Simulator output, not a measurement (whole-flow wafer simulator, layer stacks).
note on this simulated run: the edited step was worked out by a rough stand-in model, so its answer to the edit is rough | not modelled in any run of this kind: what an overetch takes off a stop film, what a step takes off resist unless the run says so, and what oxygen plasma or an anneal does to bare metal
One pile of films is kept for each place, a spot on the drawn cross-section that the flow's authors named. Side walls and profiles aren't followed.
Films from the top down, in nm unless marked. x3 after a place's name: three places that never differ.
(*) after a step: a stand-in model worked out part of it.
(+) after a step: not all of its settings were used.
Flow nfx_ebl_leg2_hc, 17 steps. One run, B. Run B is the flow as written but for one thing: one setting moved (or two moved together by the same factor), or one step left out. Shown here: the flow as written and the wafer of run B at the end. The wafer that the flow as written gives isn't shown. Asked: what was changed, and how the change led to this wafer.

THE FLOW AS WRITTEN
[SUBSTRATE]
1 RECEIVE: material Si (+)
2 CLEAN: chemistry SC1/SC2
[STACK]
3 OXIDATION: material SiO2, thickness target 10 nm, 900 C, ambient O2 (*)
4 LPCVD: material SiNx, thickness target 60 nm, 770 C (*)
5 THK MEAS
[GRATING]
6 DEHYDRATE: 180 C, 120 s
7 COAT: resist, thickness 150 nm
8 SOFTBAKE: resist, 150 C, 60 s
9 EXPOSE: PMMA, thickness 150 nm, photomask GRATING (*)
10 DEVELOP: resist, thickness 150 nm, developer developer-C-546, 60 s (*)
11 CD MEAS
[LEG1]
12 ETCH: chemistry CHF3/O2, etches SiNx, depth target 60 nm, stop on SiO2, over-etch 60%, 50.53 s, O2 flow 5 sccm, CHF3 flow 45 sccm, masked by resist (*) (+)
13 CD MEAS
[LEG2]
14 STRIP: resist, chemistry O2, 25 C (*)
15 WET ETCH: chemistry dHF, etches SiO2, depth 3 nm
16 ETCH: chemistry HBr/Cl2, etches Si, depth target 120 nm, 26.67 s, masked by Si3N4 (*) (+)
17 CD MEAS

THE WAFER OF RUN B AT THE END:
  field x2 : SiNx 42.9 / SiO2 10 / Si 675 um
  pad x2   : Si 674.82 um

The cause: step 16, ETCH: depth target 180 nm was run, where the flow has depth target 120 nm; step 16, ETCH: 40 s was run, where the flow has 26.67 s.

How the change led to this, step by step:
  16 ETCH: chemistry HBr/Cl2, etches Si, depth target 120 nm, 26.67 s, masked by Si3N4 (*) (+)
      field x2: SiNx -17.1 (as written it would be: SiNx -11.4)
      pad x2: Si -180 (as written it would be: Si -120)
